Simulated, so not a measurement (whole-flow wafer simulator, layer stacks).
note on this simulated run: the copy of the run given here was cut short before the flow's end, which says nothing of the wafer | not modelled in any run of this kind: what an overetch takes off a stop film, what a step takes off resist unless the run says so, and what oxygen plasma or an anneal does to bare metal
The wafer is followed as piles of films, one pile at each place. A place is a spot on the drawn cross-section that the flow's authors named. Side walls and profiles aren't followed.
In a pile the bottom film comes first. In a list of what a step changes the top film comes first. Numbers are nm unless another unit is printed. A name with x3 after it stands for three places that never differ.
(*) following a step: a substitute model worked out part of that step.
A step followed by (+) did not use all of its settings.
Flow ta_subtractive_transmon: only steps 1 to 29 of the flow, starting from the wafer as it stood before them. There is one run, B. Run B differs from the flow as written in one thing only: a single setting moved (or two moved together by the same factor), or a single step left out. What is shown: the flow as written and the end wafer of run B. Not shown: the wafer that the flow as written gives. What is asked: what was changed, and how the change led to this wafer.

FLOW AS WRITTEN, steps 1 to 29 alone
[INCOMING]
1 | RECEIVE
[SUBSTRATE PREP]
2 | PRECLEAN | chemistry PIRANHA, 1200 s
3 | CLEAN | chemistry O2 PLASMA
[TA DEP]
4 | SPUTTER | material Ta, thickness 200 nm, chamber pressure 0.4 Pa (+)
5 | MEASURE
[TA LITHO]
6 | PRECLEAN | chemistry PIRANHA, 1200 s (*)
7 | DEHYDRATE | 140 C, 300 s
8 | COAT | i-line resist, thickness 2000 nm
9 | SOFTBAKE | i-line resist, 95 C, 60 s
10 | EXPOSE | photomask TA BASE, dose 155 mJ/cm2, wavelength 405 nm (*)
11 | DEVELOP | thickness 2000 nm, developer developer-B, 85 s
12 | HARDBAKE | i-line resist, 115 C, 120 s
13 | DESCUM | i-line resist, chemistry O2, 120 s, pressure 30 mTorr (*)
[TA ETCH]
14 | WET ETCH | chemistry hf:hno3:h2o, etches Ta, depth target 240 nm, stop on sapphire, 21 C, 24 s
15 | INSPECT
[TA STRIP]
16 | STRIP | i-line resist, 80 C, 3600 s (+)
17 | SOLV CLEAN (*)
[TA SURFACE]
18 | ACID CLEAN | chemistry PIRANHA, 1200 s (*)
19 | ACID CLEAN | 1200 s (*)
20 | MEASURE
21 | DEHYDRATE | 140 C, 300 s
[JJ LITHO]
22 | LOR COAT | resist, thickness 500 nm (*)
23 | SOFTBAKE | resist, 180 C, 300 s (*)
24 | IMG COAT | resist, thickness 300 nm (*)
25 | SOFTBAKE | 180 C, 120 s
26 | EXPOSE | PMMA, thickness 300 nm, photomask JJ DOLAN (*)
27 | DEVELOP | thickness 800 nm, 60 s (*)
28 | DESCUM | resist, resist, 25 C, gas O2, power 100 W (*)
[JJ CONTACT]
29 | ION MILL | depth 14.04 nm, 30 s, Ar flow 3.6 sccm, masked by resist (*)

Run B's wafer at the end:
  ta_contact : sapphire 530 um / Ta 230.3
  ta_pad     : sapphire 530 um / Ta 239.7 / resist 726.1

Cause: step 4, SPUTTER: thickness 240 nm was run, whereas the flow has thickness 200 nm.

Step by step, how the change led to this:
  4 | SPUTTER | material Ta, thickness 200 nm, chamber pressure 0.4 Pa (+)
      field x2, jj_line, lead, ta_contact, ta_pad: +240 Ta (new film) (as written it would have been: +200 Ta (new film))
  14 | WET ETCH | chemistry hf:hno3:h2o, etches Ta, depth target 240 nm, stop on sapphire, 21 C, 24 s
      field x2, jj_line, lead: -240 Ta (all of it) (as written it would have been: -200 Ta (all of it))
  22 | LOR COAT | resist, thickness 500 nm (*)
      ta_contact: +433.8 resist (new film) (as written it would have been: +443.8 resist (new film))
